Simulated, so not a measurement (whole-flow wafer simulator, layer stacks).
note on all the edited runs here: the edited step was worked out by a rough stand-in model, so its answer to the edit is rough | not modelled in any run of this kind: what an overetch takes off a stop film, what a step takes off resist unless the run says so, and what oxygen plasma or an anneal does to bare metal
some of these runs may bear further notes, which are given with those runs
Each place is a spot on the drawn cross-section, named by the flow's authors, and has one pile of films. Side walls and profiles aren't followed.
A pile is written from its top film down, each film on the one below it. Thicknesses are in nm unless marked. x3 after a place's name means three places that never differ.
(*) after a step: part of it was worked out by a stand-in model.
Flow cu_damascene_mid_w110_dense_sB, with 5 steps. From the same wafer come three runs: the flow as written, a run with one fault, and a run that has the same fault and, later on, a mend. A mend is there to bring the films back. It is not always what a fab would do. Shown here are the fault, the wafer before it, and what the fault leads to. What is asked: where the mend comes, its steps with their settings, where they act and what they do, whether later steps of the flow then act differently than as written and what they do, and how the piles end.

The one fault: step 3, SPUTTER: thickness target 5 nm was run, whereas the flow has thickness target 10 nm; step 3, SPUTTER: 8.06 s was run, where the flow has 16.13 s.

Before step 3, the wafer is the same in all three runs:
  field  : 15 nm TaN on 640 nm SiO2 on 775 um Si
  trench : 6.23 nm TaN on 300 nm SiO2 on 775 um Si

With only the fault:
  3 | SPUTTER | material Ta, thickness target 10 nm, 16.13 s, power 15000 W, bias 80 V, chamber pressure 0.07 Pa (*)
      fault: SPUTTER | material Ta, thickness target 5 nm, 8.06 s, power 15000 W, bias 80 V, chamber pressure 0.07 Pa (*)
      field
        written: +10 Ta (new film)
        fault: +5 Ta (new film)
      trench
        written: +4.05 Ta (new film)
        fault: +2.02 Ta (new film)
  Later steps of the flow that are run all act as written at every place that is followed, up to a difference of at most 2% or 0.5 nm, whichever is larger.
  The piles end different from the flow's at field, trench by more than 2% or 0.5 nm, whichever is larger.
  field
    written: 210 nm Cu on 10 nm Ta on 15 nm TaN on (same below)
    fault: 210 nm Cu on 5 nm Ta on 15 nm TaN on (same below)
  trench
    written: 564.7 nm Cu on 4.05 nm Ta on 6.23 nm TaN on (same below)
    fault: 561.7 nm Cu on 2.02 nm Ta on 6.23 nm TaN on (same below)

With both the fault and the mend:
  After step 3 comes the mend.
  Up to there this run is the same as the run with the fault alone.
  3a | SPUTTER | material Ta, thickness target 5 nm, 8.065 s, power 15000 W, bias 80 V, chamber pressure 0.07 Pa (*) (the flow's step 3, run once more with other settings)
      field
        +5 Ta
      trench
        +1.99 Ta
  Later steps of the flow that are run all act as written at every place that is followed.
  When the end is reached, the piles differ only a little from the flow's at the places that both follow, at most by 2% or 0.5 nm, whichever is larger.
